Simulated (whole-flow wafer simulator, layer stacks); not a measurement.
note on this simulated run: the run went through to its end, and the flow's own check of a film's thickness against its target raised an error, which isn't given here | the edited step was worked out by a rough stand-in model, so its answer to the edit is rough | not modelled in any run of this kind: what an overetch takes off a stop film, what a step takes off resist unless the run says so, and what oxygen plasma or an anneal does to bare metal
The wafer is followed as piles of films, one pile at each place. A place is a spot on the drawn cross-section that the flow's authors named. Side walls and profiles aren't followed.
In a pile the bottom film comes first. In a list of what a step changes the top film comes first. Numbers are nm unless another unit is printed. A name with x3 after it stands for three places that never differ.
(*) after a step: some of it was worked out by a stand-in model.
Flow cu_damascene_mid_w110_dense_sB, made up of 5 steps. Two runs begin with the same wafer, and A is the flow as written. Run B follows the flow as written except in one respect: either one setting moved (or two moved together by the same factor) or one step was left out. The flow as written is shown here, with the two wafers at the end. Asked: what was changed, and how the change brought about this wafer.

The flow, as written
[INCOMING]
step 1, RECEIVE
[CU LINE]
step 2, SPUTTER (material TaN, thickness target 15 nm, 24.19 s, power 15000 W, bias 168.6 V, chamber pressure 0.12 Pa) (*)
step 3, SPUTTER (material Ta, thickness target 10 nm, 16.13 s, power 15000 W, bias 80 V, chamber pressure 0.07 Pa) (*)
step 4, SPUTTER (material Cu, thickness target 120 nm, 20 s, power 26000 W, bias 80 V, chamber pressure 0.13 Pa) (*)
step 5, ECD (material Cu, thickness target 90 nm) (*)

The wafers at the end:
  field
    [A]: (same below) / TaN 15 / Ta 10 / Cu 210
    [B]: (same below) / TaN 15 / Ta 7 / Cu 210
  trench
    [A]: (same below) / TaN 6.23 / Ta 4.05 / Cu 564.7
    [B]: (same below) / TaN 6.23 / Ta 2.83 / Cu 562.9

What caused this: step 3, SPUTTER: 11.29 s was run, whereas the flow has 16.13 s.

Step by step, how the change led to this:
  step 3, SPUTTER (material Ta, thickness target 10 nm, 16.13 s, power 15000 W, bias 80 V, chamber pressure 0.07 Pa) (*)
      field: A +10 Ta (new film) | B +7 Ta (new film)
      trench: A +4.05 Ta (new film) | B +2.83 Ta (new film)
